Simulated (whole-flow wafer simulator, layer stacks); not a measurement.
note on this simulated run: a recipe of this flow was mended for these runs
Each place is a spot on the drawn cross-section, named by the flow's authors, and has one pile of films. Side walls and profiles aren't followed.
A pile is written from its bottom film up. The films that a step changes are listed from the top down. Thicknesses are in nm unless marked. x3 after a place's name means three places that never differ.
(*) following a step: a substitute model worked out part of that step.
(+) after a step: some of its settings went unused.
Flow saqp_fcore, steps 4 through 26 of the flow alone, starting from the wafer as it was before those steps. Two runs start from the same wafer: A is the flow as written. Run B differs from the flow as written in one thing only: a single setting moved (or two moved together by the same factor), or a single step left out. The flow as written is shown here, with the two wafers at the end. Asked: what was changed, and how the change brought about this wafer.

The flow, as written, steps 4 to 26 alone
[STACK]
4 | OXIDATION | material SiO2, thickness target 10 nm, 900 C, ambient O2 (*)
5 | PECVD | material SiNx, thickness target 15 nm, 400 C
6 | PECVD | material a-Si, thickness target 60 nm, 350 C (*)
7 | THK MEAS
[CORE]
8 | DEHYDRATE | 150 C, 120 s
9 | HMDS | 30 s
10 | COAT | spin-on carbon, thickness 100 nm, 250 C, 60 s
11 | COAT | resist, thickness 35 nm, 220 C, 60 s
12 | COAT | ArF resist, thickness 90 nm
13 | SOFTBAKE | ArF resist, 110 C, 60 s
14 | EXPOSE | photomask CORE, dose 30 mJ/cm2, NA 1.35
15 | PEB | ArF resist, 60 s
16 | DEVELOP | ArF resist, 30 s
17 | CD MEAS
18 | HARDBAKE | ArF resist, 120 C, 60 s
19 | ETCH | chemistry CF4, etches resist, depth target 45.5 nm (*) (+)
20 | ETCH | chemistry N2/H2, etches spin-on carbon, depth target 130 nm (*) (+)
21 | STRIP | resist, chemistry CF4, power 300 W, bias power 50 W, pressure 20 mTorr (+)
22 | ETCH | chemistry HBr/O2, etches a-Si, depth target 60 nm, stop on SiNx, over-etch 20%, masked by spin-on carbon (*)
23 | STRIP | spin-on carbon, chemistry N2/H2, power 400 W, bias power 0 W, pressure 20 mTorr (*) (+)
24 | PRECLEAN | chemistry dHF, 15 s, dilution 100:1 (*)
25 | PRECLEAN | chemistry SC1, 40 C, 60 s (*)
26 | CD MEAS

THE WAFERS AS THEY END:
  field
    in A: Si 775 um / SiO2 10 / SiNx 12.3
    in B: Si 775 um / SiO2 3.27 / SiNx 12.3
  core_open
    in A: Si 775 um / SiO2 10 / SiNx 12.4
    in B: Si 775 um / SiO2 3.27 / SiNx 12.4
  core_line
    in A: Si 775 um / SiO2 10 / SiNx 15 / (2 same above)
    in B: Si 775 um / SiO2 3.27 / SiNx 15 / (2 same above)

Cause: step 4, OXIDATION: 765 C was run, while the flow as written has 900 C.

How this came from the change, step by step:
  4 | OXIDATION | material SiO2, thickness target 10 nm, 900 C, ambient O2 (*)
      field, core_open, core_line: A SiO2 gains 10 (new film), chemical SiO2 loses 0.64 (all of it), Si loses 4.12 | B SiO2 gains 3.27 (new film), chemical SiO2 loses 0.64 (all of it), Si loses 1.16
